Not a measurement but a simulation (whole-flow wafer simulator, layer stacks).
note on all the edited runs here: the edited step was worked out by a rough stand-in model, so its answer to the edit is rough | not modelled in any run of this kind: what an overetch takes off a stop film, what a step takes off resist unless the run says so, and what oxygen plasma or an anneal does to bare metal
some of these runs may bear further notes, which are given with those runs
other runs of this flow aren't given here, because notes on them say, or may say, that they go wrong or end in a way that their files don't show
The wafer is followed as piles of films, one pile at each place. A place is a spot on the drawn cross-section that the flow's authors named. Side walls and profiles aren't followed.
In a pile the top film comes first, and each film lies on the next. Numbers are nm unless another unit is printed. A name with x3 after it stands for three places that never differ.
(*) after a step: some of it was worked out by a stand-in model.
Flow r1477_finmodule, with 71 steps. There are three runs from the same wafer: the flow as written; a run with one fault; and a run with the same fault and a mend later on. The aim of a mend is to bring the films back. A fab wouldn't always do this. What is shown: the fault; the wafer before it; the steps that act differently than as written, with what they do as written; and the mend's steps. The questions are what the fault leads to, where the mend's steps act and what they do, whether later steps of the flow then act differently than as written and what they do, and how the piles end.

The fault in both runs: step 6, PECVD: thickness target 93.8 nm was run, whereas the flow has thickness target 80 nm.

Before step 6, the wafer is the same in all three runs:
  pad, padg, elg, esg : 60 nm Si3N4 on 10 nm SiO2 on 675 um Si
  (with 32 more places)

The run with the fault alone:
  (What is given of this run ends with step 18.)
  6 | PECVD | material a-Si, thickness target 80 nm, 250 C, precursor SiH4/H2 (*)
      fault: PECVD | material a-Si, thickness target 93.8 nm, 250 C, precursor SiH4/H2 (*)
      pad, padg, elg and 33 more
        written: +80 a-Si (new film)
        fault: +93.8 a-Si (new film)
  Steps further on in the flow that do not act as written:
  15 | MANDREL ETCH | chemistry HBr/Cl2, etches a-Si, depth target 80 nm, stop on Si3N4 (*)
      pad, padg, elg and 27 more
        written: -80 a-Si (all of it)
        fault: -80 a-Si
  Once step 18 is done, the piles at pad, padg, elg and 33 more depart from the flow's by more than 2% or 0.5 nm, whichever is larger.
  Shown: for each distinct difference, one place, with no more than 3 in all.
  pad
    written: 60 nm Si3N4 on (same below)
    fault: 13.8 nm a-Si on 60 nm Si3N4 on (same below)
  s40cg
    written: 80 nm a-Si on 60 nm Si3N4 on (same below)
    fault: 93.8 nm a-Si on 60 nm Si3N4 on (same below)

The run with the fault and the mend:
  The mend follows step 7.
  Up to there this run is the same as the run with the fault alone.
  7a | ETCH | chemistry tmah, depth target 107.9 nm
      pad, padg, elg and 33 more
        -93.8 a-Si (all of it)
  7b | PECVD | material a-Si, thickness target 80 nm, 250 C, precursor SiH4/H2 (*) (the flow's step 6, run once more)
      pad, padg, elg and 33 more
        +80 a-Si (new film)
  Every later step of the flow that is run acts as written at every place that is followed.
  At every place that both follow, the piles at the end match the flow's.
